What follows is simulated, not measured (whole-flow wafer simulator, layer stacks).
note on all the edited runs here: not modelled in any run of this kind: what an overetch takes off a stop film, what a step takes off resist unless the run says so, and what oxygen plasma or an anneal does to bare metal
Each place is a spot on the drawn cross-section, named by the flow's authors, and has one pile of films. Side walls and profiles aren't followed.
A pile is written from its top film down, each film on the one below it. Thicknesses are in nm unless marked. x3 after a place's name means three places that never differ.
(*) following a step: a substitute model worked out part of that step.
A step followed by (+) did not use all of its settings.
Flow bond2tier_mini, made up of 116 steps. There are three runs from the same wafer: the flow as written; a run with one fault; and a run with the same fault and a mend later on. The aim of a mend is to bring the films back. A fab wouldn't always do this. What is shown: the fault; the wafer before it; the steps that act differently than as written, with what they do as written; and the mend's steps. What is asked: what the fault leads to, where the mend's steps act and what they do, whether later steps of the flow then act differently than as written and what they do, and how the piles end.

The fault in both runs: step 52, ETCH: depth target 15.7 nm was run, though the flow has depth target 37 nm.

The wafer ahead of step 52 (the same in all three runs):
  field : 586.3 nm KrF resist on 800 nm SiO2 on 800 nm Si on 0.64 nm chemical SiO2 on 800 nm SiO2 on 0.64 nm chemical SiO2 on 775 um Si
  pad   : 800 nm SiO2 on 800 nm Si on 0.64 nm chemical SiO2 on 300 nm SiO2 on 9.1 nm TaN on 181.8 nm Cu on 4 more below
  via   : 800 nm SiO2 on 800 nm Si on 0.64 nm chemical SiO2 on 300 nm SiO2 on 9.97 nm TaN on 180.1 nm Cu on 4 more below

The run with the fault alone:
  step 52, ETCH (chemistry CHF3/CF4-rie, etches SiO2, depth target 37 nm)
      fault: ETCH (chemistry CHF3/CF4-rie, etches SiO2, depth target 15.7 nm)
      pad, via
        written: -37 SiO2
        fault: -15.7 SiO2
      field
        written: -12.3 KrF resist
        fault: -5.23 KrF resist
  Later steps of the flow acting differently than as written (4 other steps are not shown; they differ only slightly, by no more than 2% or 0.5 nm, whichever is larger):
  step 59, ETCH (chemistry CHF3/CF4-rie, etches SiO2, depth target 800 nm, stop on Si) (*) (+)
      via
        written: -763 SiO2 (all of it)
        fault: -784.3 SiO2 (all of it)
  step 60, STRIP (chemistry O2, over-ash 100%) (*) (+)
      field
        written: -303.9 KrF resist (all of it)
        fault: -312.9 KrF resist (all of it)
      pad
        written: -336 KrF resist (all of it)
        fault: -326.5 KrF resist (all of it)
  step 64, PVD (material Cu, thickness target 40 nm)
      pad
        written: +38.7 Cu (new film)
        fault: +39.5 Cu (new film)
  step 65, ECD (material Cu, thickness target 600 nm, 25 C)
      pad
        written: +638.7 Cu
        fault: +616.4 Cu
  By the end, the piles at pad depart from the flow's by more than 2% or 0.5 nm, whichever is larger.
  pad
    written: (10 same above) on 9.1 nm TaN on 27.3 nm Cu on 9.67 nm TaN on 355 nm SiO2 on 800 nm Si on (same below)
    fault: (10 same above) on 9.1 nm TaN on 5.83 nm Cu on 9.87 nm TaN on 376.3 nm SiO2 on 800 nm Si on (same below)

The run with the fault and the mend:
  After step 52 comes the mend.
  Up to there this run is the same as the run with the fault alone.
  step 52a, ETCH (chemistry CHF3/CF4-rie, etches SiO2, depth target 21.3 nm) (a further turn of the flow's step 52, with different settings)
      pad, via
        -21.3 SiO2
      field
        -7.1 KrF resist
  Later steps of the flow that are run all act as written at every place that is followed.
  The piles end the same as the flow's at every place that both follow.
